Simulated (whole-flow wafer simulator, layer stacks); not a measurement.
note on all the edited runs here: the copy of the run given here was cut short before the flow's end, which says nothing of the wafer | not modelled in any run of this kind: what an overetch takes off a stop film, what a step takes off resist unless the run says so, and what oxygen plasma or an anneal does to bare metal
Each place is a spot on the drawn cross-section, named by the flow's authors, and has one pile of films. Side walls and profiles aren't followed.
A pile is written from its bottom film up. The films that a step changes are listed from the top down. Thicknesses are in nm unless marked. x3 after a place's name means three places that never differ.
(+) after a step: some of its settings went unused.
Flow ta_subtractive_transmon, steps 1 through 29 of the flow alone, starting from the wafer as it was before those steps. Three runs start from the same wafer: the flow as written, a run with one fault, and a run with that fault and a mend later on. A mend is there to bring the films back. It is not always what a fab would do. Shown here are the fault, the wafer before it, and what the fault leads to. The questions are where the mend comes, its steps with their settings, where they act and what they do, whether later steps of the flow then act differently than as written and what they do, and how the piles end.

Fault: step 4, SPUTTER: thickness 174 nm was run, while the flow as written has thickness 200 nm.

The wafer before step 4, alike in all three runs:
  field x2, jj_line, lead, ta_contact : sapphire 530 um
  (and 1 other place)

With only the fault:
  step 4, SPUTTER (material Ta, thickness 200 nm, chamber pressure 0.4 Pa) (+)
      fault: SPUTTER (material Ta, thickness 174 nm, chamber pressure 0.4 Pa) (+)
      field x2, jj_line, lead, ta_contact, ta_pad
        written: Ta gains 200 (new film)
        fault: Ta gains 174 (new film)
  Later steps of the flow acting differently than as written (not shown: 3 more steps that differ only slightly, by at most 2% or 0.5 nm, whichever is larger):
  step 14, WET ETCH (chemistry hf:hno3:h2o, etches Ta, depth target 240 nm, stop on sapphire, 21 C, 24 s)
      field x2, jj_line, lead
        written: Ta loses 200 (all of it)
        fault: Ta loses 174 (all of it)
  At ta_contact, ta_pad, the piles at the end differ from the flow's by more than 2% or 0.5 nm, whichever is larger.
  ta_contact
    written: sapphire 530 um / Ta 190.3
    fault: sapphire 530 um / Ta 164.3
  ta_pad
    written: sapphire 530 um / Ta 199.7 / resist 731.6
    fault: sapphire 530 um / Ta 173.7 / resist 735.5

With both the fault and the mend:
  After step 5 comes the mend.
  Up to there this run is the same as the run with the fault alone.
  step 5a, SPUTTER (material Ta, thickness 26 nm, chamber pressure 0.4 Pa) (+) (a further turn of the flow's step 4, with different settings)
      field x2, jj_line, lead, ta_contact, ta_pad
        Ta gains 26
  Every later step of the flow that is run acts as written at every place that is followed.
  By the end, the piles equal the flow's at every place that both follow.
